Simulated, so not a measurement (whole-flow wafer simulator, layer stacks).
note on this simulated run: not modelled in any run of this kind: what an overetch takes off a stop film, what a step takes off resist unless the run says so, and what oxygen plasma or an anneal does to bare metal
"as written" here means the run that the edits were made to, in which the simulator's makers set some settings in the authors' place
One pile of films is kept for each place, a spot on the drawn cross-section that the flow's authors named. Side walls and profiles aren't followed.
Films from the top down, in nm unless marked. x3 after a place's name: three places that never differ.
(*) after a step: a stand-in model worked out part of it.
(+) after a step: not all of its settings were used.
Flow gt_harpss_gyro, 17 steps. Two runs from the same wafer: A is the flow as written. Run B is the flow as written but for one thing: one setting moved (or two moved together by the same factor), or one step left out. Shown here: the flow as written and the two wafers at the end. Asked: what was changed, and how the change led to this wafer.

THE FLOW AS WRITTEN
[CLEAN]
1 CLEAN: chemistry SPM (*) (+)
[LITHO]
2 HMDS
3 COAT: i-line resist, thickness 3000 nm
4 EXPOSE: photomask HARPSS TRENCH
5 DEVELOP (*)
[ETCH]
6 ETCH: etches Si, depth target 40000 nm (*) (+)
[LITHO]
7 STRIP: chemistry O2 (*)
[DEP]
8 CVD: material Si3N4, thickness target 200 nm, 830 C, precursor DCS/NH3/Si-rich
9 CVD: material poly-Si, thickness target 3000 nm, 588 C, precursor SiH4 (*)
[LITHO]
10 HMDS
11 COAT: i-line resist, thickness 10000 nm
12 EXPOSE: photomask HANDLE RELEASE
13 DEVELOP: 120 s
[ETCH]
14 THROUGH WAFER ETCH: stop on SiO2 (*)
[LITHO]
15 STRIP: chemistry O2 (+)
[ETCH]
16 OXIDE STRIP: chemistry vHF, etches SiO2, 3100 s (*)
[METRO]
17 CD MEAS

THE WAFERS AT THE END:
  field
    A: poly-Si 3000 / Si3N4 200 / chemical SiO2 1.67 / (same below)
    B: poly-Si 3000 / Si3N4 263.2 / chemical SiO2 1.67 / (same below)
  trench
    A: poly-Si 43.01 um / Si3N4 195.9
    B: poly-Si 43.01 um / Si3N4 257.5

The cause: step 8, CVD: thickness target 263.2 nm was run, where the flow has thickness target 200 nm.
It can be read off the wafer: field has Si3N4 263.2, and step 8 as written asks for 200 nm.

How the change led to this, step by step:
  8 CVD: material Si3N4, thickness target 200 nm, 830 C, precursor DCS/NH3/Si-rich
      field: A Si3N4 +200 (new film) | B Si3N4 +263.2 (new film)
      trench: A Si3N4 +195.9 (new film) | B Si3N4 +257.5 (new film)
